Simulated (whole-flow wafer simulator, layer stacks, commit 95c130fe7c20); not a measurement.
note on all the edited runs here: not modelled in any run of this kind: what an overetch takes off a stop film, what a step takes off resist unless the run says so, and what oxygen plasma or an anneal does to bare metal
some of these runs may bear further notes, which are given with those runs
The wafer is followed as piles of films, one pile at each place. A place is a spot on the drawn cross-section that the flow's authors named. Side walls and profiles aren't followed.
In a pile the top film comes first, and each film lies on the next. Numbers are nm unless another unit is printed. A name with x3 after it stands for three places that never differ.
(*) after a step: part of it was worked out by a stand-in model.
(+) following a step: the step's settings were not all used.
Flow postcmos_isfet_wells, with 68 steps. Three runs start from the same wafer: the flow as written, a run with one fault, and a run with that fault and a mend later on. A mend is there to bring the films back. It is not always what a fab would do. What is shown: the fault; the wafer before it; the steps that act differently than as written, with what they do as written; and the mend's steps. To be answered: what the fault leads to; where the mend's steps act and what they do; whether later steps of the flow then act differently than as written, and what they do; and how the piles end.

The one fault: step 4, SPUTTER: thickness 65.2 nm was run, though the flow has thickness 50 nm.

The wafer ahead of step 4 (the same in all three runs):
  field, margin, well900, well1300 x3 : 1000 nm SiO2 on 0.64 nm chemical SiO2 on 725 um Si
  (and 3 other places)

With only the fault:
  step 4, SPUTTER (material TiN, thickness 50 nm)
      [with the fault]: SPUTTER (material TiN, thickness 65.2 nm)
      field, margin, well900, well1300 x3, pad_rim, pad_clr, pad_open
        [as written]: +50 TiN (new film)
        [with the fault]: +65.2 TiN (new film)
  Later steps of the flow acting differently than as written (not shown: 1 more step that differs only slightly, by at most 2% or 0.5 nm, whichever is larger):
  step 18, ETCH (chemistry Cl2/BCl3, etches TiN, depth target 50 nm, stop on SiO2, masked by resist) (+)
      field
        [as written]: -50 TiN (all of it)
        [with the fault]: -50 TiN
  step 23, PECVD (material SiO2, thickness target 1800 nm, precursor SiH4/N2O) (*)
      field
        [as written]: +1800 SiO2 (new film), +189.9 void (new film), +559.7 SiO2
        [with the fault]: +1800 SiO2 (new film), +190.2 void (new film), +559.8 SiO2 (new film)
  At field, margin, well900, well1300 x3, pad_rim, pad_clr, pad_open, the piles at the end differ from the flow's by more than 2% or 0.5 nm, whichever is larger.
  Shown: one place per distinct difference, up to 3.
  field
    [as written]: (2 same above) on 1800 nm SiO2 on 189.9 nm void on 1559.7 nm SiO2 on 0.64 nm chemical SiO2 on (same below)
    [with the fault]: (2 same above) on 1800 nm SiO2 on 190.2 nm void on 559.8 nm SiO2 on 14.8 nm TiN on 1000 nm SiO2 on 0.64 nm chemical SiO2 on (same below)
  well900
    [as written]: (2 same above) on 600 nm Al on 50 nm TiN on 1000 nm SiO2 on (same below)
    [with the fault]: (2 same above) on 600 nm Al on 65.2 nm TiN on 1000 nm SiO2 on (same below)
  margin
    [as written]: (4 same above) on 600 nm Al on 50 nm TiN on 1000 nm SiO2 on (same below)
    [with the fault]: (4 same above) on 600 nm Al on 65.2 nm TiN on 1000 nm SiO2 on (same below)

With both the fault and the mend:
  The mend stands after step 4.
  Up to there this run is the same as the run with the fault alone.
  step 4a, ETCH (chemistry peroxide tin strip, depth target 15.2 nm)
      field, margin, well900, well1300 x3, pad_rim, pad_clr, pad_open
        -15.2 TiN
  Later steps of the flow that are run all act as written at every place that is followed.
  The piles end the same as the flow's at every place that both follow.
